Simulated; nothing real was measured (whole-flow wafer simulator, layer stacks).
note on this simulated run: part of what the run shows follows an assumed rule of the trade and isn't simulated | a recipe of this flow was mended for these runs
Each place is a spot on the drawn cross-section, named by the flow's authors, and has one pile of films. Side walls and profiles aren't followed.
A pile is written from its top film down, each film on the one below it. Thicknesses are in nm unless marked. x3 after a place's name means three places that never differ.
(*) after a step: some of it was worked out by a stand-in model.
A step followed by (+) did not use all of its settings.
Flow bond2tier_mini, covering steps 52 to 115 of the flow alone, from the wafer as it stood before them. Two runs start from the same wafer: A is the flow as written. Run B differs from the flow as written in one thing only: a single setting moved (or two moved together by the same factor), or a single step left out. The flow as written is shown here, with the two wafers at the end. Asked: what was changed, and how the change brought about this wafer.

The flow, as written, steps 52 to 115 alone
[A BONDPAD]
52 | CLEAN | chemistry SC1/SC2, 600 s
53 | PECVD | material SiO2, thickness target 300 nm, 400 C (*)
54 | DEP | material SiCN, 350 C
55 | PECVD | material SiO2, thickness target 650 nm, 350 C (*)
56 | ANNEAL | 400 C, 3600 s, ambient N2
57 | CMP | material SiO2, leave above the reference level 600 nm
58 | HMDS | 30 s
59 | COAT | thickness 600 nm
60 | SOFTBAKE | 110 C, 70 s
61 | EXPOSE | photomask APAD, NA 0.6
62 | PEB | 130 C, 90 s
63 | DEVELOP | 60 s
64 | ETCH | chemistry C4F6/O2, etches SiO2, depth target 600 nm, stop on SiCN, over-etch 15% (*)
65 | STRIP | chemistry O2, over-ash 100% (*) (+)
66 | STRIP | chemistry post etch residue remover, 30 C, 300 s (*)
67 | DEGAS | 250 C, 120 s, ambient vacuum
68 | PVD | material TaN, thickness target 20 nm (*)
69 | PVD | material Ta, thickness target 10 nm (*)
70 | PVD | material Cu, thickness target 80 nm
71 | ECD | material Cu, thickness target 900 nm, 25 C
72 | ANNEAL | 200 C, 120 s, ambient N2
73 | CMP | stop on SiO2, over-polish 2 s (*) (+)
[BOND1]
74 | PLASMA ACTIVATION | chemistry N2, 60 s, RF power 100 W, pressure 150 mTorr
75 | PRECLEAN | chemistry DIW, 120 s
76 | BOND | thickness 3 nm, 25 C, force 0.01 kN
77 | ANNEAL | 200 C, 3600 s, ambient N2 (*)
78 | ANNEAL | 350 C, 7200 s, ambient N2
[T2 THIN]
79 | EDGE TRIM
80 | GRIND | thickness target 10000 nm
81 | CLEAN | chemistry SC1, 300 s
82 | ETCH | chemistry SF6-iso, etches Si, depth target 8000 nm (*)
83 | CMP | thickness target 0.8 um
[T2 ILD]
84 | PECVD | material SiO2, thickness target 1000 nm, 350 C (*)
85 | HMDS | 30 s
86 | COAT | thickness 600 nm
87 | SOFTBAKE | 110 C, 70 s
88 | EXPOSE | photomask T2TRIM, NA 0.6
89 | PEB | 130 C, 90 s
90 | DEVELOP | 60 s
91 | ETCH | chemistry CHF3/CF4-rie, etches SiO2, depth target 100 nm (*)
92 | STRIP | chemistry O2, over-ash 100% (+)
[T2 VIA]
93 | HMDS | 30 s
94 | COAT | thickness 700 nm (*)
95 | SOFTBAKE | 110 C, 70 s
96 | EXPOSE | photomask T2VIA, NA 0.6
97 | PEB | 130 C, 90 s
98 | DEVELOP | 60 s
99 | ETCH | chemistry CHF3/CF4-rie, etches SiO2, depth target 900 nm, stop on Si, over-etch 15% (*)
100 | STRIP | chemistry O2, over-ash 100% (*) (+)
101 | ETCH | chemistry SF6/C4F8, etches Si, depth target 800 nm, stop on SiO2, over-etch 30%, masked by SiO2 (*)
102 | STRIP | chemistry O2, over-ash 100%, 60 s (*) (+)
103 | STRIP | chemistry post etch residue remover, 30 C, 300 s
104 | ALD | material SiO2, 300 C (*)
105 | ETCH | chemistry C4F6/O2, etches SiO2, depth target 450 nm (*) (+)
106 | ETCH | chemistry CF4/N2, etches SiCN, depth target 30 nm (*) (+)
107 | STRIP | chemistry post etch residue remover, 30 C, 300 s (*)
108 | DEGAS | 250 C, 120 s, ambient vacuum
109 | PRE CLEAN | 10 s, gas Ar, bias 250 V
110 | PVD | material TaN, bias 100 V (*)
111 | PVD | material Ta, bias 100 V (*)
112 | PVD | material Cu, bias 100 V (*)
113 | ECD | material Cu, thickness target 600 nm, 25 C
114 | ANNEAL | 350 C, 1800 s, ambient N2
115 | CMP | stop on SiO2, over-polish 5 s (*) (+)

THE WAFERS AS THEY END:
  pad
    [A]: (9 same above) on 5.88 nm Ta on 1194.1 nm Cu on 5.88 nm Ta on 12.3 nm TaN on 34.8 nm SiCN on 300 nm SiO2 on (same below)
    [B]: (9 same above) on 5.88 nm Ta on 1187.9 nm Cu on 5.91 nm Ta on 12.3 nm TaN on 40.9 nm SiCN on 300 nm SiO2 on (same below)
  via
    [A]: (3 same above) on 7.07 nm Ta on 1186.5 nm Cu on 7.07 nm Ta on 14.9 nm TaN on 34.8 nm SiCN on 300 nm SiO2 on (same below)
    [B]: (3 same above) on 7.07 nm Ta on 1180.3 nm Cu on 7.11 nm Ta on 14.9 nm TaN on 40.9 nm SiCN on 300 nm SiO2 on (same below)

What caused this: step 64, ETCH: over-etch 9% was run, while the flow as written has over-etch 15%.

The path from the change to this, step by step:
  64 | ETCH | chemistry C4F6/O2, etches SiO2, depth target 600 nm, stop on SiCN, over-etch 15% (*)
      pad, via: A -600 SiO2 (all of it), -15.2 SiCN | B -600 SiO2 (all of it), -9.11 SiCN
      field: A -115 thick-KrF-resist | B -109 thick-KrF-resist
